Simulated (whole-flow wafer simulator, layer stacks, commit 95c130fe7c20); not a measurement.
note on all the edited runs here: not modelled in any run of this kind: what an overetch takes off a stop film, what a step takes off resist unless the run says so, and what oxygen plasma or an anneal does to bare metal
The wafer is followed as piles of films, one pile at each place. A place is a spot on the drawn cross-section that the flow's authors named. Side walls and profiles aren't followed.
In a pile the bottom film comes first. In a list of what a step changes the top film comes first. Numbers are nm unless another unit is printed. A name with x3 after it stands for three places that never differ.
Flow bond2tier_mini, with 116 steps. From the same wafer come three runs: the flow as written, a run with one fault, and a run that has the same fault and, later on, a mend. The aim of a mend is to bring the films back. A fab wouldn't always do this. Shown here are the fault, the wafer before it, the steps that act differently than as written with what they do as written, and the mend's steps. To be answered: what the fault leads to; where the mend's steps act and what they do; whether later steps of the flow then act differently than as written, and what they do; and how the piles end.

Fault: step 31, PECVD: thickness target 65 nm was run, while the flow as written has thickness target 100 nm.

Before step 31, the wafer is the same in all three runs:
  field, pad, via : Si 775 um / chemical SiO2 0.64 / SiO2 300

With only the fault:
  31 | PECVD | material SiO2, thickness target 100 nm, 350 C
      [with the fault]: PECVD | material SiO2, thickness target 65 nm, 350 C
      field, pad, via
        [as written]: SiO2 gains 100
        [with the fault]: SiO2 gains 65
  Every later step of the flow that is run acts as written at every place that is followed.
  At field, pad, the piles at the end differ from the flow's by more than 2% or 0.5 nm, whichever is larger.
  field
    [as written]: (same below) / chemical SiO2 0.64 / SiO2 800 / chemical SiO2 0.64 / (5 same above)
    [with the fault]: (same below) / chemical SiO2 0.64 / SiO2 765 / chemical SiO2 0.64 / (5 same above)
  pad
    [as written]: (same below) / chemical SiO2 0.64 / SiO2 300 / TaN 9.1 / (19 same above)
    [with the fault]: (same below) / chemical SiO2 0.64 / SiO2 265 / TaN 9.1 / (19 same above)

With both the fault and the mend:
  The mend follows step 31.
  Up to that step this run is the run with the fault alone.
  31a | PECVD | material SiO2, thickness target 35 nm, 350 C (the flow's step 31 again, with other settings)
      field, pad, via
        SiO2 gains 35
  Every later step of the flow that is run acts as written at every place that is followed.
  The piles end the same as the flow's at every place that both follow.
